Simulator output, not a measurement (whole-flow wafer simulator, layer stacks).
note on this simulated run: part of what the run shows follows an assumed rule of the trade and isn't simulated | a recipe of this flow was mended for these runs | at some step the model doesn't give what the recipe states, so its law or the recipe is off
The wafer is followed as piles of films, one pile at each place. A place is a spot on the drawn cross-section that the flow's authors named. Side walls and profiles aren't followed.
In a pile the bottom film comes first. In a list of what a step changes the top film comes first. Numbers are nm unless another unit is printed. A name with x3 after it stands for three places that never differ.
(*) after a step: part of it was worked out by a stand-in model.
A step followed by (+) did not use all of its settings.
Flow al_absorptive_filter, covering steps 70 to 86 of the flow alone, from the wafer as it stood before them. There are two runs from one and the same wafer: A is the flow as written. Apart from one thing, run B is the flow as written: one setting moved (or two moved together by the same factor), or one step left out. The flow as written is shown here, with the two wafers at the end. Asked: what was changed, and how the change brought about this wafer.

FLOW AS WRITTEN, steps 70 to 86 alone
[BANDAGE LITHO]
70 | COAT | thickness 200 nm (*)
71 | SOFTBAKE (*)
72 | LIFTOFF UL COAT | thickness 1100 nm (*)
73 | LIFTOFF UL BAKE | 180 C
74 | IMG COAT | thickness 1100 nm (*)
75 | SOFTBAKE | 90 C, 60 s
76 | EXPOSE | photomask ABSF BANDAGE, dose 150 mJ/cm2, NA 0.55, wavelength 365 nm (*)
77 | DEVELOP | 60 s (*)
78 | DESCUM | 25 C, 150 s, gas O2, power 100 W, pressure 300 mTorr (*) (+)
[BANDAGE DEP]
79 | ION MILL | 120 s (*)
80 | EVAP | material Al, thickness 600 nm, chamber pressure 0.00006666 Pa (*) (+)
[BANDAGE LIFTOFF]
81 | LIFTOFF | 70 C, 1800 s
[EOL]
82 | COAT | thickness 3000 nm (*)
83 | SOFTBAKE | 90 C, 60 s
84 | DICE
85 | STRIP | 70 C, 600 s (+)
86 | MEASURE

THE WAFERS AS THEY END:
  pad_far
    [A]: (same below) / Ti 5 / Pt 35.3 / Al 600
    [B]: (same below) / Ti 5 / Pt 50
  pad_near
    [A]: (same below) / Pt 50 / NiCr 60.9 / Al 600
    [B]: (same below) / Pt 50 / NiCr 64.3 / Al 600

What caused this: step 78, DESCUM: 109 s was run, though the flow has 150 s.

How this came from the change, step by step:
  78 | DESCUM | 25 C, 150 s, gas O2, power 100 W, pressure 300 mTorr (*) (+)
      pad_far: A acrylic-e-beam-resist loses 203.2 (all of it) | B acrylic-e-beam-resist loses 177.2
      pad_near: A acrylic-e-beam-resist loses 180.9 (all of it) | B acrylic-e-beam-resist loses 177.2
      (also at 12 further places)
  79 | ION MILL | 120 s (*)
      pad_far: A Pt loses 14.7 | B acrylic-e-beam-resist loses 14.7
      pad_near: A NiCr loses 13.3 | B acrylic-e-beam-resist loses 3.71 (all of it), NiCr loses 9.94
  81 | LIFTOFF | 70 C, 1800 s
      pad_far: A nothing | B Al loses 600 (all of it), acrylic-e-beam-resist loses 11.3 (all of it)
      xa_field, xl_land, idc_field: A Al loses 600 (all of it), i-line-resist loses 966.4 (all of it), lift-off-underlayer loses 1100 (all of it), acrylic-e-beam-resist loses 200 (all of it) | B Al loses 600 (all of it), i-line-resist loses 999.7 (all of it), lift-off-underlayer loses 1100 (all of it), acrylic-e-beam-resist loses 200 (all of it)
      (also at 9 further places)
  82 | COAT | thickness 3000 nm (*)
      gnd: A i-line-resist gains 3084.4 (new film) | B i-line-resist gains 3017.8 (new film)
      pad_far: A i-line-resist gains 2560.9 (new film) | B i-line-resist gains 3039.3 (new film)
      (also at 1 further place)
  83 | SOFTBAKE | 90 C, 60 s
      gnd: A i-line-resist gains 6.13 | B i-line-resist gains 10.6
      pad_far: A i-line-resist loses 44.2 | B i-line-resist loses 9.65
      (also at 3 further places)
  85 | STRIP | 70 C, 600 s (+)
      gnd: A i-line-resist loses 3090.5 (all of it) | B i-line-resist loses 3028.4 (all of it)
      pad_far: A i-line-resist loses 2516.7 (all of it) | B i-line-resist loses 3029.6 (all of it)
      (also at 1 further place)
